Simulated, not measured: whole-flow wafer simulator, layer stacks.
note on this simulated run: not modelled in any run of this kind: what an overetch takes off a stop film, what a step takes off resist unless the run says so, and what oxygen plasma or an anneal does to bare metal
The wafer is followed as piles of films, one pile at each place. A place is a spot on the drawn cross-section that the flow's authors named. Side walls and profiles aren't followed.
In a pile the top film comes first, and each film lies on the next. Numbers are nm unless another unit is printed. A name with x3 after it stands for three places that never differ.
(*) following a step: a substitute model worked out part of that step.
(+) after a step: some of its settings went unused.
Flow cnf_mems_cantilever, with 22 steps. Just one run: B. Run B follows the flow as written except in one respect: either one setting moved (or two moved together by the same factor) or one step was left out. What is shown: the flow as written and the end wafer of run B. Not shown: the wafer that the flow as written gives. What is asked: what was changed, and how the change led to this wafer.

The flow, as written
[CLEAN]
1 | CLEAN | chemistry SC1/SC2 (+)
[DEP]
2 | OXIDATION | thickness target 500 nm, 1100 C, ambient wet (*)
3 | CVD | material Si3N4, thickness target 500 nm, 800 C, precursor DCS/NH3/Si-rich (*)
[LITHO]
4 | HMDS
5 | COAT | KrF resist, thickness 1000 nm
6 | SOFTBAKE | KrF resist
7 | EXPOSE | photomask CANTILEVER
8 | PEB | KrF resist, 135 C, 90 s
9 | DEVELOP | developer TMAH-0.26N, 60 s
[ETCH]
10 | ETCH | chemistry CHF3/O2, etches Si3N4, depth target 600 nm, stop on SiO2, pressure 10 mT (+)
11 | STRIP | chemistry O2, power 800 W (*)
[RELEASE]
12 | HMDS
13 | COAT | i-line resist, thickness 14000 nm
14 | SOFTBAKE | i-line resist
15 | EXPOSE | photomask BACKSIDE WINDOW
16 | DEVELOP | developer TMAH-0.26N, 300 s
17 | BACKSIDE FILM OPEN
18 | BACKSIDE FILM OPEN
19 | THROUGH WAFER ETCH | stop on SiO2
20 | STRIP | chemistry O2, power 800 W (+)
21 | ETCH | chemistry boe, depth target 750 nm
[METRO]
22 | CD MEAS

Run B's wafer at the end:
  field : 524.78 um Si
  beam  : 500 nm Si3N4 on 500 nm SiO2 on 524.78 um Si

The reason: step 19, THROUGH WAFER ETCH: stop on SiO2, was not run.

How this came from the change, step by step:
  21 | ETCH | chemistry boe, depth target 750 nm
      beam: nothing (as written it would have been: under 1 film: -500 SiO2 (all of it))
